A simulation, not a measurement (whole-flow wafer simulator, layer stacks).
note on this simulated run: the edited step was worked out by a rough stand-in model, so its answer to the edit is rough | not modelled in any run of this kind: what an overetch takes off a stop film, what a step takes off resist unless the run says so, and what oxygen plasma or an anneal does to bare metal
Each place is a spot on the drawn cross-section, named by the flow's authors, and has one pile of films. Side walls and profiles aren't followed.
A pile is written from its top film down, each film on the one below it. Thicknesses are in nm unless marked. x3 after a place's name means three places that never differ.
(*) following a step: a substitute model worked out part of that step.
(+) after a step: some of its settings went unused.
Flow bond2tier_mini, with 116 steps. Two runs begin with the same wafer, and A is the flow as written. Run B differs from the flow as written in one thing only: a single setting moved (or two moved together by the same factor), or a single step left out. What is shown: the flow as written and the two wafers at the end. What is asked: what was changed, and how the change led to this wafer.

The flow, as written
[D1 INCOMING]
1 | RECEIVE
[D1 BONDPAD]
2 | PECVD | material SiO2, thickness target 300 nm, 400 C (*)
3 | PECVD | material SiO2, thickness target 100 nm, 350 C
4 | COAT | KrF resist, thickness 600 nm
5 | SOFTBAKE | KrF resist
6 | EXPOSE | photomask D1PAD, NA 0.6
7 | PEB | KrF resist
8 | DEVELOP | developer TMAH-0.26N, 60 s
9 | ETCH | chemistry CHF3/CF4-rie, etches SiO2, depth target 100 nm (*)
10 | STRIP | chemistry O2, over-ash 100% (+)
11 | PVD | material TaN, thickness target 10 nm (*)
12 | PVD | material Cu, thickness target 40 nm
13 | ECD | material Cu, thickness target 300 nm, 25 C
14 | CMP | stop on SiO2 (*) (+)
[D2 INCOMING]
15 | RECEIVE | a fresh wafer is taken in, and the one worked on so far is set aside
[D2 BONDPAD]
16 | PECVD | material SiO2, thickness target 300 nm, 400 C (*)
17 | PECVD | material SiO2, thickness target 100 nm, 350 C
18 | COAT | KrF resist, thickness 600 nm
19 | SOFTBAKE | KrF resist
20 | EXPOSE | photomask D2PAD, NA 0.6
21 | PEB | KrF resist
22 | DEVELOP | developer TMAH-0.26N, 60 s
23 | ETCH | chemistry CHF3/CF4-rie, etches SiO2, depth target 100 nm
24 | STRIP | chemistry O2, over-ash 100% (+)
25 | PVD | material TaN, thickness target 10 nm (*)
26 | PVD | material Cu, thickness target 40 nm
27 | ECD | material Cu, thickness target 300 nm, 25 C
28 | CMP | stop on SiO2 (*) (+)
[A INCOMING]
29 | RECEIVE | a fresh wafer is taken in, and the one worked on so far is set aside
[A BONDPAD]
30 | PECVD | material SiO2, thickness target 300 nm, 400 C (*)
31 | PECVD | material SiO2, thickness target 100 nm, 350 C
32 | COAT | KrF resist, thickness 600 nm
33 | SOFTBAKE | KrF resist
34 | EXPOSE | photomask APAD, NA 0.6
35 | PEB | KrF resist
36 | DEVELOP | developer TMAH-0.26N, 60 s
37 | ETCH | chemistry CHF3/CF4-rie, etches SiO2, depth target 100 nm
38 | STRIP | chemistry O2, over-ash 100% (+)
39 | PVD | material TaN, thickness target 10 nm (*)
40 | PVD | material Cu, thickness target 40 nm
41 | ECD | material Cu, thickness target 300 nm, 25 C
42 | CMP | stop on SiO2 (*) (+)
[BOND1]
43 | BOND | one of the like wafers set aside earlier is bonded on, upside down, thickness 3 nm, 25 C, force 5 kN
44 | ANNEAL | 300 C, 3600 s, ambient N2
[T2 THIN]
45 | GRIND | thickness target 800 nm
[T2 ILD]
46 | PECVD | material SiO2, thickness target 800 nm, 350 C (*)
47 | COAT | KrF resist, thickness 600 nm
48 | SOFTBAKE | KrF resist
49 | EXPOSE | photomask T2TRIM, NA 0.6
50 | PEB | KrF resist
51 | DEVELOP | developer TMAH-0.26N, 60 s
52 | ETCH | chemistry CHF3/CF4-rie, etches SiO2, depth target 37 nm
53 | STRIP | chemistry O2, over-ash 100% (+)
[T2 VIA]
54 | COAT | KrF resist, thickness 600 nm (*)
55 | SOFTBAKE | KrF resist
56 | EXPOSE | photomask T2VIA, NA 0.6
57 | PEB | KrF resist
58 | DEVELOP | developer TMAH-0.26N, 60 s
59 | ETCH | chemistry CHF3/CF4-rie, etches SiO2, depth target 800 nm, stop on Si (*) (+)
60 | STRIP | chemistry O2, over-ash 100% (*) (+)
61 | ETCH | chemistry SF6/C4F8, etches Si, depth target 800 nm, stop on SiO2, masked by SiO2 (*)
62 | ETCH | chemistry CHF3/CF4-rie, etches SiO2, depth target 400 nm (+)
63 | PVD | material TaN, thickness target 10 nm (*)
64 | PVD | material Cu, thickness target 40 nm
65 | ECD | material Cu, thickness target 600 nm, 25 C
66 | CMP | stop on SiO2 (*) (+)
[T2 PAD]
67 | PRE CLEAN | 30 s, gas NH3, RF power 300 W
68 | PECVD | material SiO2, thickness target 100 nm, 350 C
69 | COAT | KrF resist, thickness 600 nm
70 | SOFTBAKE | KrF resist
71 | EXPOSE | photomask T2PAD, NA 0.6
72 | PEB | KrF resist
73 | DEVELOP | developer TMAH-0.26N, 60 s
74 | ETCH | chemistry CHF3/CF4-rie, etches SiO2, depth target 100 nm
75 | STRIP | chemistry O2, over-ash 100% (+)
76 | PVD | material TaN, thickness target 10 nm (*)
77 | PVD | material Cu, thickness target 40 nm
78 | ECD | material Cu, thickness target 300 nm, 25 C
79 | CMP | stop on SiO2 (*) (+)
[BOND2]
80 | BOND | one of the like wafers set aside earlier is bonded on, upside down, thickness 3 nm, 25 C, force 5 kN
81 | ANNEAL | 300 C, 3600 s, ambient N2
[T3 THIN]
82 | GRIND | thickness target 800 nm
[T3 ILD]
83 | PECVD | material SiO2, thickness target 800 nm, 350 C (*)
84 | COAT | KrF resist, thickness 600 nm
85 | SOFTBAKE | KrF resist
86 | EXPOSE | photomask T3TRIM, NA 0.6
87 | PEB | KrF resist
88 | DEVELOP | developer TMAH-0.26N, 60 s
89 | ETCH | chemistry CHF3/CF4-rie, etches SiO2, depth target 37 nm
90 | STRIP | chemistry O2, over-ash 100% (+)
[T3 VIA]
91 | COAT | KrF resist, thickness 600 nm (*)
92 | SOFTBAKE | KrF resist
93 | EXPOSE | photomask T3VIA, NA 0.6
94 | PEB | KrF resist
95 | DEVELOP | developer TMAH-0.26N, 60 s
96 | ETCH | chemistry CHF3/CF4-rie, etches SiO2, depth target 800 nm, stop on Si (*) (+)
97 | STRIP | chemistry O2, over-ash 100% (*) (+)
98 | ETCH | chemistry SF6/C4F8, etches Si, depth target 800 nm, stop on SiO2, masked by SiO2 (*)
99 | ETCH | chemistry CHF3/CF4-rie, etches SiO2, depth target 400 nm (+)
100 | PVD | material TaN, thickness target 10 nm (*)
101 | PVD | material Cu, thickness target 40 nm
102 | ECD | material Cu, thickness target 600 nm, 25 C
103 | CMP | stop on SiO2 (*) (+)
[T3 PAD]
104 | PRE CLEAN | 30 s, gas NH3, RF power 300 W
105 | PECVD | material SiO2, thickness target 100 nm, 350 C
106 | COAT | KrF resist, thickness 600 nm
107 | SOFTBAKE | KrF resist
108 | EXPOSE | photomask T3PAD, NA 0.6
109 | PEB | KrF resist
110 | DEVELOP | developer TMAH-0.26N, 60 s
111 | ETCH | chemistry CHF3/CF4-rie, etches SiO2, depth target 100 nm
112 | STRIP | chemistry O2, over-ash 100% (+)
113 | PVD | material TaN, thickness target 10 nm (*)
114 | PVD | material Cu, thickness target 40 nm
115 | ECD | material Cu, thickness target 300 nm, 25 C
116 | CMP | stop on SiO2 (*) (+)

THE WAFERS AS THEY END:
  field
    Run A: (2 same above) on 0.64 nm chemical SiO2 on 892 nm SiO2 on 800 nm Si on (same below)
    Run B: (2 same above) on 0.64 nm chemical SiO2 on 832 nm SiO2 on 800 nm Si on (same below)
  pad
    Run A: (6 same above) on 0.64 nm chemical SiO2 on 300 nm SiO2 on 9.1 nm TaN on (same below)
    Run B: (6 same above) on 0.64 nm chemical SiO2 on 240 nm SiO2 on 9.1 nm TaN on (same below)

Cause: step 16, PECVD: thickness target 240 nm was run, though the flow has thickness target 300 nm.
The wafer lets one read it off: pad has SiO2 240, and step 16 as written asks for 300 nm.

How this came from the change, step by step:
  16 | PECVD | material SiO2, thickness target 300 nm, 400 C (*)
      field, pad, via: A SiO2 gains 300 (new film) | B SiO2 gains 240 (new film)
  80 | BOND | one of the like wafers set aside earlier is bonded on, upside down, thickness 3 nm, 25 C, force 5 kN
      field: A Si gains 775 um (new film), chemical SiO2 gains 0.64 (new film), SiO2 gains 400 | B Si gains 775 um (new film), chemical SiO2 gains 0.64 (new film), SiO2 gains 340
      pad: A Si gains 775 um (new film), chemical SiO2 gains 0.64 (new film), SiO2 gains 300 (new film), TaN gains 9.1 (new film), Cu gains 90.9 | B Si gains 775 um (new film), chemical SiO2 gains 0.64 (new film), SiO2 gains 240 (new film), TaN gains 9.1 (new film), Cu gains 90.9
